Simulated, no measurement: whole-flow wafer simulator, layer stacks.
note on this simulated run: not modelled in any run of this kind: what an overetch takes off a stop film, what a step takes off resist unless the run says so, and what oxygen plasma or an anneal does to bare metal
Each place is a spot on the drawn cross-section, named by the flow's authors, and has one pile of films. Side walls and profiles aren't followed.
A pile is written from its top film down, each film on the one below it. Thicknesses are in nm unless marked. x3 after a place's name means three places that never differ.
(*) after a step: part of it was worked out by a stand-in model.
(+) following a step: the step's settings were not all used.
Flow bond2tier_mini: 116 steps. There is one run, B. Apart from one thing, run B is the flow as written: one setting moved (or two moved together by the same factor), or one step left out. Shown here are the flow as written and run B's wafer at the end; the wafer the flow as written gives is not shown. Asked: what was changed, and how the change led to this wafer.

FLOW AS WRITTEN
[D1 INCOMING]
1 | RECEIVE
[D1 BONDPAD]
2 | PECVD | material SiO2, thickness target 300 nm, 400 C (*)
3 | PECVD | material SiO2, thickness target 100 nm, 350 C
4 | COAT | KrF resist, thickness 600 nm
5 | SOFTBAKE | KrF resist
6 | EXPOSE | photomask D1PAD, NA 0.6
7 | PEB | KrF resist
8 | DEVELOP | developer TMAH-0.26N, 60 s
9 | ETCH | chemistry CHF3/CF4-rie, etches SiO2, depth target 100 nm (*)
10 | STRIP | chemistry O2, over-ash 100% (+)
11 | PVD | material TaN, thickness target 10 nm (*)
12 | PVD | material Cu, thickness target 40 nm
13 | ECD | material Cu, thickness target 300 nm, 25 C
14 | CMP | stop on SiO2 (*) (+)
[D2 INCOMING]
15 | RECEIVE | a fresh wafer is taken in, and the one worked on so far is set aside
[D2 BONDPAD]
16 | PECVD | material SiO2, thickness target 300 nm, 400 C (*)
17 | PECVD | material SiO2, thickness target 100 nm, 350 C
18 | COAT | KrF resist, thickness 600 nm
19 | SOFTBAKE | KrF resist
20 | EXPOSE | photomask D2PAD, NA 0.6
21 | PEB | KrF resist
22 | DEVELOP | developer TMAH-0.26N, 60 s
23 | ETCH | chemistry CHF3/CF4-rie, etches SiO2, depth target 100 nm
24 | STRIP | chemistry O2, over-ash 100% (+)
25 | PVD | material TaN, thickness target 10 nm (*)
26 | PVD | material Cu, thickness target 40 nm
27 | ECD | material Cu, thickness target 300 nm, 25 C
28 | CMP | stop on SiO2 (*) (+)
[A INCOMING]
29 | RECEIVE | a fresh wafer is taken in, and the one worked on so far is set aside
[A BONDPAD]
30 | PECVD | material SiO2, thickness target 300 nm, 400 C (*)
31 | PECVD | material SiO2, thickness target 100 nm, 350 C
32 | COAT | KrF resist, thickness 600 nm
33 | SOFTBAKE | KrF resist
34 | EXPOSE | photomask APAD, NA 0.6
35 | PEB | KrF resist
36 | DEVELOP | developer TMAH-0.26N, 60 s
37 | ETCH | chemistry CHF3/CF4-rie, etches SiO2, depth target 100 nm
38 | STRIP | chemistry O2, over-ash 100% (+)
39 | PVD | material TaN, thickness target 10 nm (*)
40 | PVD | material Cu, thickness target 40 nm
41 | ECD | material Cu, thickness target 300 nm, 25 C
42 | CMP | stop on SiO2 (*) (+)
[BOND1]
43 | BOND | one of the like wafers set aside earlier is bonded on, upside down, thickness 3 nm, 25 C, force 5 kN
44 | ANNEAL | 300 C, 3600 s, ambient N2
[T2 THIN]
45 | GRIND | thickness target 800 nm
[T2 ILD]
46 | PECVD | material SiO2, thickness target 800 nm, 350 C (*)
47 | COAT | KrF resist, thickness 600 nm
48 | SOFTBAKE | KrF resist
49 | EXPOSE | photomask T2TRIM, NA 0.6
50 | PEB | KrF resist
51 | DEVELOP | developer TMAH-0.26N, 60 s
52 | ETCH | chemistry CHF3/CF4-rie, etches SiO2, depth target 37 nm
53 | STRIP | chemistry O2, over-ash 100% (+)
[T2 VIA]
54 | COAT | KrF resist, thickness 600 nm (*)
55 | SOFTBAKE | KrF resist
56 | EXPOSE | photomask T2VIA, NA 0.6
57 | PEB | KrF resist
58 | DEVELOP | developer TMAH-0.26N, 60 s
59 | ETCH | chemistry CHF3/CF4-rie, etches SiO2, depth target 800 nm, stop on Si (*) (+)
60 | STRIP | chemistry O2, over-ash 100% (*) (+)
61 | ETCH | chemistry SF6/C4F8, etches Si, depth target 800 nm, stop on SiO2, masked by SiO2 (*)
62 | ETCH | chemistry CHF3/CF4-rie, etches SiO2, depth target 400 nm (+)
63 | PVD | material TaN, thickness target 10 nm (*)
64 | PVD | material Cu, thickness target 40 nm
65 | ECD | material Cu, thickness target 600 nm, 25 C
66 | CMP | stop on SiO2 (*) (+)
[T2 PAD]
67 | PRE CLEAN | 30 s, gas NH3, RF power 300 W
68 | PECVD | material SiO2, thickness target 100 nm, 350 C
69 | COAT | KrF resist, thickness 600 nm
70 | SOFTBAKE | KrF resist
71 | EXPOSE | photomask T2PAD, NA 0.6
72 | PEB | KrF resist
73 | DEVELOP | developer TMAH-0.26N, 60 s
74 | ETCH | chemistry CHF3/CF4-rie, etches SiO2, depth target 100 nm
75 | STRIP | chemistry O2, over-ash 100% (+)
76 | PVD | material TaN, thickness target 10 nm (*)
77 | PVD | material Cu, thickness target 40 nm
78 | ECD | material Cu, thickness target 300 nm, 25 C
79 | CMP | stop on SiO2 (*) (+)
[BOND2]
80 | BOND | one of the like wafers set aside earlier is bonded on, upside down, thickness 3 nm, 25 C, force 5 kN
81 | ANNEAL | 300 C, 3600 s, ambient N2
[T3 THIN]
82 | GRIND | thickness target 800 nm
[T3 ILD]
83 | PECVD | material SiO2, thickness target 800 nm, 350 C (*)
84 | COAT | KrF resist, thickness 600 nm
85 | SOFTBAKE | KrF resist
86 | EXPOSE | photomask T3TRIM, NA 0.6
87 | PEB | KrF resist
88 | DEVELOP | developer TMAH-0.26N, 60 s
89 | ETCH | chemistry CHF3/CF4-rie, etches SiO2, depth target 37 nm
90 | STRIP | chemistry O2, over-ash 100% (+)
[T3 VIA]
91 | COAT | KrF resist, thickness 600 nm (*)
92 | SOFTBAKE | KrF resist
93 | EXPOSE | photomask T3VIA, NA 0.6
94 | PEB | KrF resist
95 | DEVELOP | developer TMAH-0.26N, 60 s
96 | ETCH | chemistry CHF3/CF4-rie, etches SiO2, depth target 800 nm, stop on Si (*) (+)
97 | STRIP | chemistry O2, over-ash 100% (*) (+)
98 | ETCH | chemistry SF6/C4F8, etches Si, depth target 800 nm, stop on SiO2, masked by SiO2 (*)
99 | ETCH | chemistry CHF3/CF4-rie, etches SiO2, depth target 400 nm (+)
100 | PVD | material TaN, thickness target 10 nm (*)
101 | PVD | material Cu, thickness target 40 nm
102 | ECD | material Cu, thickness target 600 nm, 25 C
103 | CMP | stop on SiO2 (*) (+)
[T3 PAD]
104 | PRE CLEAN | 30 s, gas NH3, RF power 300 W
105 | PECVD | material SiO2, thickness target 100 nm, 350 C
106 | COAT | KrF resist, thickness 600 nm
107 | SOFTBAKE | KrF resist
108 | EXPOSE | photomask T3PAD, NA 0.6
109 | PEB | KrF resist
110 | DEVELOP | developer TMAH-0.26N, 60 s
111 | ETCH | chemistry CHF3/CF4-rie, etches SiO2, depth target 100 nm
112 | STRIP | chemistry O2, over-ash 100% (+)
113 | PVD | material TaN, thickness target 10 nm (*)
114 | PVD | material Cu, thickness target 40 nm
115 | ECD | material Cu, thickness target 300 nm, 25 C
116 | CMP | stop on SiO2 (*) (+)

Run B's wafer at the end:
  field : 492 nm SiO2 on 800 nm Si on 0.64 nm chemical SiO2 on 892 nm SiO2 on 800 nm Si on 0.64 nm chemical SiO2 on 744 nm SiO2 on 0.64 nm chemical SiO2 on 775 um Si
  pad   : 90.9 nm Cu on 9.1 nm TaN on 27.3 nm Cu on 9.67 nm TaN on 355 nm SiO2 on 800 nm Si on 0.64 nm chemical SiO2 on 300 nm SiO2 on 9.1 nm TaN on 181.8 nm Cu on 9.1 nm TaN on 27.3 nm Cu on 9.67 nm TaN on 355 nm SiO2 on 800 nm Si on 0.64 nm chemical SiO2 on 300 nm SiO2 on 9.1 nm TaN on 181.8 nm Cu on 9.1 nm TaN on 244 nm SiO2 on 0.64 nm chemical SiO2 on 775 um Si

What caused this: step 31, PECVD: thickness target 44 nm was run, though the flow has thickness target 100 nm.

How this came from the change, step by step:
  31 | PECVD | material SiO2, thickness target 100 nm, 350 C
      field, pad, via: SiO2 gains 44 (it would be, as written: SiO2 gains 100)
